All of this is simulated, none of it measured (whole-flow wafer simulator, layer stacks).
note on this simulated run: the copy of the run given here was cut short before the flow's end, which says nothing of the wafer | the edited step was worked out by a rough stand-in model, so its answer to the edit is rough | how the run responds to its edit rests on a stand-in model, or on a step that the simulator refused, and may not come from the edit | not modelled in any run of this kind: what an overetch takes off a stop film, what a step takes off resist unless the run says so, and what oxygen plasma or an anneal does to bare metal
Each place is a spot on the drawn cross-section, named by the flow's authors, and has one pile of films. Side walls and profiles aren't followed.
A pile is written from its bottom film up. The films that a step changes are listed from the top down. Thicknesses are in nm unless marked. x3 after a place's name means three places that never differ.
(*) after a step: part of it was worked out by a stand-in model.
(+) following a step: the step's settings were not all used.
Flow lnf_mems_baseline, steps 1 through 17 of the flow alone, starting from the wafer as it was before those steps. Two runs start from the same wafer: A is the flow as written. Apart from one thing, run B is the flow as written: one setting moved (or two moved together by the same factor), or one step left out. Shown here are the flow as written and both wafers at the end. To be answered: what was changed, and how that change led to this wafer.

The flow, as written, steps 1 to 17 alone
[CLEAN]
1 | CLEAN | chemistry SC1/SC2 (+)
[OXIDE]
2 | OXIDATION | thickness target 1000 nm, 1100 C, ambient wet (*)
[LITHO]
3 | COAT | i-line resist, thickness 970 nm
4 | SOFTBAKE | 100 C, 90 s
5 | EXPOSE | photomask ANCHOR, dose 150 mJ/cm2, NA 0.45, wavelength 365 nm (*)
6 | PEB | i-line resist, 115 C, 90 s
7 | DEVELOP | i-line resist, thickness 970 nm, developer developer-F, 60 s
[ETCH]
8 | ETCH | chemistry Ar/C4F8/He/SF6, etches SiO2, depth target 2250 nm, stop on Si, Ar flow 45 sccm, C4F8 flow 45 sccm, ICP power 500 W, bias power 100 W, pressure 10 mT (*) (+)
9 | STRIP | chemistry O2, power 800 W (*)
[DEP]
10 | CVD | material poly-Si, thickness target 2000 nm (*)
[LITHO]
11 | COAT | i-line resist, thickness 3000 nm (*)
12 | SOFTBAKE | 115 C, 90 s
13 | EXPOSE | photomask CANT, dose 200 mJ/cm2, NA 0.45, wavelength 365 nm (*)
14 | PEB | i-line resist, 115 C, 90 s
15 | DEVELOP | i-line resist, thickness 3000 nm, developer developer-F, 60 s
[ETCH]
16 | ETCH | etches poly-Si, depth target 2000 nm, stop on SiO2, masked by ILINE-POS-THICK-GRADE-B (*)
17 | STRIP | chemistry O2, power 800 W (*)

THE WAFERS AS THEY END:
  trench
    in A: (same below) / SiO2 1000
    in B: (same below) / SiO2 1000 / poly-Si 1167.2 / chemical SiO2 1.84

Cause: step 16, ETCH: depth target 832 nm was run, whereas the flow has depth target 2000 nm.

The path from the change to this, step by step:
  16 | ETCH | etches poly-Si, depth target 2000 nm, stop on SiO2, masked by ILINE-POS-THICK-GRADE-B (*)
      trench, char_slit: A -2000 poly-Si (all of it) | B -832 poly-Si
      field, anchor, beam: A -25 i-line resist | B -10.4 i-line resist
  17 | STRIP | chemistry O2, power 800 W (*)
      trench, char_slit: A nothing | B +1.84 chemical SiO2 (new film), -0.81 poly-Si
